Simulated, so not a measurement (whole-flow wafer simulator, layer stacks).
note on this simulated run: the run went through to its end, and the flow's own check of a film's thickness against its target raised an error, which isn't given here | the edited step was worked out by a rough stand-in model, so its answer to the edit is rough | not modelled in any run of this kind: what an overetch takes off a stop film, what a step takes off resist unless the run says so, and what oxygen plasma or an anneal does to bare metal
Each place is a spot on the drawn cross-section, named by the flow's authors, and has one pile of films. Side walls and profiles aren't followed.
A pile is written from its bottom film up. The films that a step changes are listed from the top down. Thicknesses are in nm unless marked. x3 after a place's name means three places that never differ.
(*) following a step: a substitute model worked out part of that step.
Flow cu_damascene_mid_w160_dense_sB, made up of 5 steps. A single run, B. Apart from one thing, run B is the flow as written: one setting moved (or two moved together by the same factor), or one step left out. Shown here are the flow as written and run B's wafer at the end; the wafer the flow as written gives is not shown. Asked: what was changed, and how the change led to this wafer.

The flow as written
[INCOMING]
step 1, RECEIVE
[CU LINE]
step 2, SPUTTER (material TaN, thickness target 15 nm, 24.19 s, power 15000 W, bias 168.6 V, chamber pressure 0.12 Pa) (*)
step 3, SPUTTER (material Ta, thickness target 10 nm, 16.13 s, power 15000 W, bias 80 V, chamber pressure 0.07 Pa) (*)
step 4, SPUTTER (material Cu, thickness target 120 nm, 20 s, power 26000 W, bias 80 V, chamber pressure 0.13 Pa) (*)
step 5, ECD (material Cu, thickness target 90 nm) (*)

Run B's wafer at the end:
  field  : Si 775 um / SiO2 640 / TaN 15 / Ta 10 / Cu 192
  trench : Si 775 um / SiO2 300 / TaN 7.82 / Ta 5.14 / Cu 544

Cause: step 4, SPUTTER: thickness target 102 nm was run, though the flow has thickness target 120 nm; step 4, SPUTTER: 17 s was run, where the flow has 20 s.

Step by step, how the change led to this:
  step 4, SPUTTER (material Cu, thickness target 120 nm, 20 s, power 26000 W, bias 80 V, chamber pressure 0.13 Pa) (*)
      field: Cu gains 102 (new film) (in the flow as written it would be: Cu gains 120 (new film))
      trench: Cu gains 52.7 (new film) (in the flow as written it would be: Cu gains 62 (new film))
